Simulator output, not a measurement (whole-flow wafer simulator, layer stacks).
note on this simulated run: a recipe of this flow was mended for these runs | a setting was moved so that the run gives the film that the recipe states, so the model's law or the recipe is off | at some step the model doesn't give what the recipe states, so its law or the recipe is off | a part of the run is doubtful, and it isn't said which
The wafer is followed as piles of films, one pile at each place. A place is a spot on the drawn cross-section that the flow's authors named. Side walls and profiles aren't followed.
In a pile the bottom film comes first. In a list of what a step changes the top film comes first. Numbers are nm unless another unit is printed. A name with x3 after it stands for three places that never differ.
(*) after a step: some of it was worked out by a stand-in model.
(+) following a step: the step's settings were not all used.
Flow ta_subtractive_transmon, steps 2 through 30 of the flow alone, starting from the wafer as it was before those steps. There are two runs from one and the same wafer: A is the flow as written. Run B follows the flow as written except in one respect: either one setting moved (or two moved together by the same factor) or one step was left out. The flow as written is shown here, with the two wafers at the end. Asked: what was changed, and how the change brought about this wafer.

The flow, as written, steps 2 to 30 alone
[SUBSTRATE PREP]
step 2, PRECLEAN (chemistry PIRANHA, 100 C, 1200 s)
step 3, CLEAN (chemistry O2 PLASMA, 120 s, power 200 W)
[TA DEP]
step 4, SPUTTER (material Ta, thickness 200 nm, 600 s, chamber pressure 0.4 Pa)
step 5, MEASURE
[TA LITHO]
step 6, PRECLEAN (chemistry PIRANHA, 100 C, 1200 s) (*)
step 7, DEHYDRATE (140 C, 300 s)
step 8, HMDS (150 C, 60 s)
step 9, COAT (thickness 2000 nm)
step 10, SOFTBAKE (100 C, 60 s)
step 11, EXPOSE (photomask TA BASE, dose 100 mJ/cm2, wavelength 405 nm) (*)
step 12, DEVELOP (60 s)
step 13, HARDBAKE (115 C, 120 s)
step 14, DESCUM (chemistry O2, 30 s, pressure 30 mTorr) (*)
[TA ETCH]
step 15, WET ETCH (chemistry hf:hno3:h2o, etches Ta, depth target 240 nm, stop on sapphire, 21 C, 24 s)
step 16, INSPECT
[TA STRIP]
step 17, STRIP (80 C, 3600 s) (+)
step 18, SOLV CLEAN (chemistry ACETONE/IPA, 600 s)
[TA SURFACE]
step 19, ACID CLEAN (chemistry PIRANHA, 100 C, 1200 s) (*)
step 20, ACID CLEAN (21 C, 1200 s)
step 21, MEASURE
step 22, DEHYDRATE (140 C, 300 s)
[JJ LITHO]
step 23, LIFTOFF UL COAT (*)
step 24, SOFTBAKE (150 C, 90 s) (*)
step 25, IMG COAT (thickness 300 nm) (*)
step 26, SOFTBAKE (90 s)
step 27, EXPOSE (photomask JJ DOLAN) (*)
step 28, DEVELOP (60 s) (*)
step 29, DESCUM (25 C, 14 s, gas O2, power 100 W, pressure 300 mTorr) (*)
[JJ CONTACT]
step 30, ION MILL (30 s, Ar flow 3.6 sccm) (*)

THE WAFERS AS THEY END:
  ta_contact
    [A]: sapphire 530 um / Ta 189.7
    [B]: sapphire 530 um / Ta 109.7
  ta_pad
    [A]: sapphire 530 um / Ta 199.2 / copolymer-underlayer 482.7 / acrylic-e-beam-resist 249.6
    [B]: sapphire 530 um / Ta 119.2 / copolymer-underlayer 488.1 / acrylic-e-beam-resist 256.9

The reason: step 4, SPUTTER: thickness 120 nm was run, while the flow as written has thickness 200 nm; step 4, SPUTTER: 360 s was run, where the flow has 600 s.

Step by step, how the change led to this:
  step 4, SPUTTER (material Ta, thickness 200 nm, 600 s, chamber pressure 0.4 Pa)
      field x2, jj_line, lead, ta_contact, ta_pad: A +200 Ta (new film) | B +120 Ta (new film)
  step 15, WET ETCH (chemistry hf:hno3:h2o, etches Ta, depth target 240 nm, stop on sapphire, 21 C, 24 s)
      field x2, jj_line, lead: A -199.7 Ta (all of it) | B -119.7 Ta (all of it)
  step 23, LIFTOFF UL COAT (*)
      lead: A +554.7 copolymer-underlayer (new film) | B +533.7 copolymer-underlayer (new film)
      ta_contact: A +443.9 copolymer-underlayer (new film) | B +465.2 copolymer-underlayer (new film)
  step 25, IMG COAT (thickness 300 nm) (*)
      ta_pad: A +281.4 acrylic-e-beam-resist (new film) | B +288.7 acrylic-e-beam-resist (new film)
  step 28, DEVELOP (60 s) (*)
      lead: A -312.5 acrylic-e-beam-resist (all of it), -554.7 copolymer-underlayer (all of it) | B -307.5 acrylic-e-beam-resist (all of it), -533.7 copolymer-underlayer (all of it)
      ta_contact: A -287.5 acrylic-e-beam-resist (all of it), -443.9 copolymer-underlayer (all of it) | B -292.7 acrylic-e-beam-resist (all of it), -465.2 copolymer-underlayer (all of it)
